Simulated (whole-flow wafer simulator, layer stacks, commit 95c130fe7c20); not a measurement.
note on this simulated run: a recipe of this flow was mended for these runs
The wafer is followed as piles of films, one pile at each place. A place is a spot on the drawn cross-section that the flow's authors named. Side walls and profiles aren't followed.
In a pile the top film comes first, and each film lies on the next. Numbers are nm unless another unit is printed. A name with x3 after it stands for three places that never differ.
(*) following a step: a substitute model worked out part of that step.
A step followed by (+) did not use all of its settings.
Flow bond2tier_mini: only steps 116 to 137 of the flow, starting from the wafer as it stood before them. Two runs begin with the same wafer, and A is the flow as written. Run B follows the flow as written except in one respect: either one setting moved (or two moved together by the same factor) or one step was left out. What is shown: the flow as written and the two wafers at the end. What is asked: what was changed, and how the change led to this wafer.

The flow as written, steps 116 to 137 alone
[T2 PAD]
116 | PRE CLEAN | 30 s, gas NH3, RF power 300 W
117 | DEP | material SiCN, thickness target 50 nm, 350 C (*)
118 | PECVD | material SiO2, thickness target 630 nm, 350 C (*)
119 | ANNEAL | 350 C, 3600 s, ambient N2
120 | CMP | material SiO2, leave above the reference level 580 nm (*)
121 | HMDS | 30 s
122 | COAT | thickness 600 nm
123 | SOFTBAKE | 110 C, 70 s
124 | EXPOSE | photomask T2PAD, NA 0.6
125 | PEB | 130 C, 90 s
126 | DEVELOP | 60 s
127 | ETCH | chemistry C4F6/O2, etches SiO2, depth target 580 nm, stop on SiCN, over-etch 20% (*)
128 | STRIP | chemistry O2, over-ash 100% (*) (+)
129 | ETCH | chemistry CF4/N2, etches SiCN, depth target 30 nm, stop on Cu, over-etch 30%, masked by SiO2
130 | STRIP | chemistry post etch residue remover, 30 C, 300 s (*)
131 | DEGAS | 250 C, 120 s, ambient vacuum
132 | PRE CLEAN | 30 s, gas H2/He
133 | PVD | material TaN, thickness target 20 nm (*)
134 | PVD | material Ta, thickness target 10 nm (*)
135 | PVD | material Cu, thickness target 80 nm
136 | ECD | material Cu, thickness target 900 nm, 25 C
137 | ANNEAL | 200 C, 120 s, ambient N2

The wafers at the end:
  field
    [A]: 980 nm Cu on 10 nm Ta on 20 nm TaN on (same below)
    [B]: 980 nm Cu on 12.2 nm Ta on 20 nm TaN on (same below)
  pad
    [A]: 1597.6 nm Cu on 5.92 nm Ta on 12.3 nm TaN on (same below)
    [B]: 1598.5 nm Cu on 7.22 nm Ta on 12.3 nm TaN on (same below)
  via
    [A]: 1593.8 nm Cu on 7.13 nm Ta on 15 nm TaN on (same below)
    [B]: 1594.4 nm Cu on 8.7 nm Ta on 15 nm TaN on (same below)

The reason: step 134, PVD: thickness target 12.2 nm was run, though the flow has thickness target 10 nm.
The wafer itself shows it: field has Ta 12.2, and step 134 as written asks for 10 nm.

The path from the change to this, step by step:
  134 | PVD | material Ta, thickness target 10 nm (*)
      field: A Ta gains 10 (new film) | B Ta gains 12.2 (new film)
      pad: A Ta gains 5.92 (new film) | B Ta gains 7.22 (new film)
      (as well as at 1 more place)
